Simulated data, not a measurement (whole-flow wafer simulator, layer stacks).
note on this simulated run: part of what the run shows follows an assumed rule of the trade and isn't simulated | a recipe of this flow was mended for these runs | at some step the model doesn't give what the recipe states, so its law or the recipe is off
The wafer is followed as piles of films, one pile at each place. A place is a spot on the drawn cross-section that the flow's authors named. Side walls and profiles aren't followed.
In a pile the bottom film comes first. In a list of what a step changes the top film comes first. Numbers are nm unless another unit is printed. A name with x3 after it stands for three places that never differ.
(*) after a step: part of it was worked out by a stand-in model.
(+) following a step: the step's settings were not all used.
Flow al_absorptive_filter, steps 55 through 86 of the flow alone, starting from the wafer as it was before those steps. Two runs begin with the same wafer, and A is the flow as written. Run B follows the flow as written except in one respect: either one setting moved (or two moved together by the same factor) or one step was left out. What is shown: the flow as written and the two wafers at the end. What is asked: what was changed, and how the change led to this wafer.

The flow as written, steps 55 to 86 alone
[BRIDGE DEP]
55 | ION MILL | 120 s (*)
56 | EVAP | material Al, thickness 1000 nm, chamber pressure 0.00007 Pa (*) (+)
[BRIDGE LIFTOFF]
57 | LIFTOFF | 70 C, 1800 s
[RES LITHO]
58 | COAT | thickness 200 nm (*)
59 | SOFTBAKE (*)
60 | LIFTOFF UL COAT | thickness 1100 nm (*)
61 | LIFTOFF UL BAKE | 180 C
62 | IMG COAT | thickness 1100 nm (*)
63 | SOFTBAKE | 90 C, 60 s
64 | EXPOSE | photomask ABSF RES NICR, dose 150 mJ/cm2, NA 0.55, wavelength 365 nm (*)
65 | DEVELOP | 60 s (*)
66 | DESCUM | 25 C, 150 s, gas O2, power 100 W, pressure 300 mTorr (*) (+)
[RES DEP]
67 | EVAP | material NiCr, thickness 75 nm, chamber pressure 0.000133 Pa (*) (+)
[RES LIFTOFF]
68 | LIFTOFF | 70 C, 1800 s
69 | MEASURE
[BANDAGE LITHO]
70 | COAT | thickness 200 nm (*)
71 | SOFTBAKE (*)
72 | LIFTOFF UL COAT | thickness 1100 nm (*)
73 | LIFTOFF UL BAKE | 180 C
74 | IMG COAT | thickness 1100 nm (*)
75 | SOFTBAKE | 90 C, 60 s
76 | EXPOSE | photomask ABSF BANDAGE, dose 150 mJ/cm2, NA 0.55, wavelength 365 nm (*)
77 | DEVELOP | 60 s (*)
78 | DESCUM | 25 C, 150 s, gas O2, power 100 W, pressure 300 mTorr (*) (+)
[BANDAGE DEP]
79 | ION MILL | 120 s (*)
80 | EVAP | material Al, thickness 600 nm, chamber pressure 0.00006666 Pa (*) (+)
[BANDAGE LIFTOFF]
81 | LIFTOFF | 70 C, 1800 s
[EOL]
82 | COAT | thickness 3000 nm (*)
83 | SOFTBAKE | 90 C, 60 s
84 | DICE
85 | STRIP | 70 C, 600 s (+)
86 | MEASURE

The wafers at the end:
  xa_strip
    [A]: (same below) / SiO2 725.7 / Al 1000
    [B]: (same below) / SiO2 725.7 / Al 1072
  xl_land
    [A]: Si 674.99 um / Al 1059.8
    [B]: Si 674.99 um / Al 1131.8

What caused this: step 56, EVAP: thickness 1072 nm was run, whereas the flow has thickness 1000 nm.
The wafer itself shows it: xa_strip has Al 1072, and step 56 as written asks for 1000 nm.

The path from the change to this, step by step:
  56 | EVAP | material Al, thickness 1000 nm, chamber pressure 0.00007 Pa (*) (+)
      gnd, pad_far, pad_near and 10 more: A Al gains 1000 (new film) | B Al gains 1072 (new film)
      xl_land: A Al gains 1000 | B Al gains 1072
  57 | LIFTOFF | 70 C, 1800 s
      gnd, xa_field, idc_field: A Al loses 1000 (all of it), i-line-resist loses 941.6 (all of it), lift-off-underlayer loses 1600 (all of it), acrylic-e-beam-resist loses 200 (all of it) | B Al loses 1072 (all of it), i-line-resist loses 941.6 (all of it), lift-off-underlayer loses 1600 (all of it), acrylic-e-beam-resist loses 200 (all of it)
      pad_far: A Al loses 1000 (all of it), i-line-resist loses 940.5 (all of it), lift-off-underlayer loses 1591.1 (all of it), acrylic-e-beam-resist loses 198.5 (all of it) | B Al loses 1072 (all of it), i-line-resist loses 940.5 (all of it), lift-off-underlayer loses 1591.1 (all of it), acrylic-e-beam-resist loses 198.5 (all of it)
      (and at 6 other places as well)
  58 | COAT | thickness 200 nm (*)
      xa_margin: A acrylic-e-beam-resist gains 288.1 (new film) | B acrylic-e-beam-resist gains 300.8 (new film)
      xa_strip: A acrylic-e-beam-resist gains 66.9 (new film) | B acrylic-e-beam-resist gains 63.5 (new film)
  60 | LIFTOFF UL COAT | thickness 1100 nm (*)
      xa_margin: A lift-off-underlayer gains 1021 (new film) | B lift-off-underlayer gains 1046.3 (new film)
      xa_strip: A lift-off-underlayer gains 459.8 (new film) | B lift-off-underlayer gains 442.5 (new film)
  62 | IMG COAT | thickness 1100 nm (*)
      xa_margin: A i-line-resist gains 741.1 (new film) | B i-line-resist gains 721.3 (new film)
      xa_strip: A i-line-resist gains 577.9 (new film) | B i-line-resist gains 549 (new film)
  68 | LIFTOFF | 70 C, 1800 s
      xa_margin: A NiCr loses 75 (all of it), i-line-resist loses 598.1 (all of it), lift-off-underlayer loses 1021 (all of it), acrylic-e-beam-resist loses 288.1 (all of it) | B NiCr loses 75 (all of it), i-line-resist loses 578.1 (all of it), lift-off-underlayer loses 1046.3 (all of it), acrylic-e-beam-resist loses 300.8 (all of it)
      xa_strip: A NiCr loses 75 (all of it), i-line-resist loses 433.3 (all of it), lift-off-underlayer loses 459.8 (all of it), acrylic-e-beam-resist loses 66.9 (all of it) | B NiCr loses 75 (all of it), i-line-resist loses 404.6 (all of it), lift-off-underlayer loses 442.5 (all of it), acrylic-e-beam-resist loses 63.5 (all of it)
  70 | COAT | thickness 200 nm (*)
      xa_margin: A acrylic-e-beam-resist gains 288.1 (new film) | B acrylic-e-beam-resist gains 300.8 (new film)
      xa_strip: A acrylic-e-beam-resist gains 66.9 (new film) | B acrylic-e-beam-resist gains 63.5 (new film)
  72 | LIFTOFF UL COAT | thickness 1100 nm (*)
      xa_margin: A lift-off-underlayer gains 1021 (new film) | B lift-off-underlayer gains 1046.3 (new film)
      xa_strip: A lift-off-underlayer gains 459.8 (new film) | B lift-off-underlayer gains 442.5 (new film)
  74 | IMG COAT | thickness 1100 nm (*)
      xa_margin: A i-line-resist gains 741.1 (new film) | B i-line-resist gains 721.3 (new film)
      xa_strip: A i-line-resist gains 577.9 (new film) | B i-line-resist gains 549 (new film)
  81 | LIFTOFF | 70 C, 1800 s
      xa_margin: A Al loses 600 (all of it), i-line-resist loses 604.4 (all of it), lift-off-underlayer loses 1021 (all of it), acrylic-e-beam-resist loses 288.1 (all of it) | B Al loses 600 (all of it), i-line-resist loses 584.5 (all of it), lift-off-underlayer loses 1046.3 (all of it), acrylic-e-beam-resist loses 300.8 (all of it)
      xa_strip: A Al loses 600 (all of it), i-line-resist loses 439.6 (all of it), lift-off-underlayer loses 459.8 (all of it), acrylic-e-beam-resist loses 66.9 (all of it) | B Al loses 600 (all of it), i-line-resist loses 410.9 (all of it), lift-off-underlayer loses 442.5 (all of it), acrylic-e-beam-resist loses 63.5 (all of it)
  82 | COAT | thickness 3000 nm (*)
      xa_strip: A i-line-resist gains 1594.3 (new film) | B i-line-resist gains 1539.4 (new film)
  83 | SOFTBAKE | 90 C, 60 s
      xa_margin: A i-line-resist loses 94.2 | B i-line-resist loses 98.2
      xa_strip: A i-line-resist loses 117.3 | B i-line-resist loses 122.5
  85 | STRIP | 70 C, 600 s (+)
      xa_strip: A i-line-resist loses 1477 (all of it) | B i-line-resist loses 1416.9 (all of it)
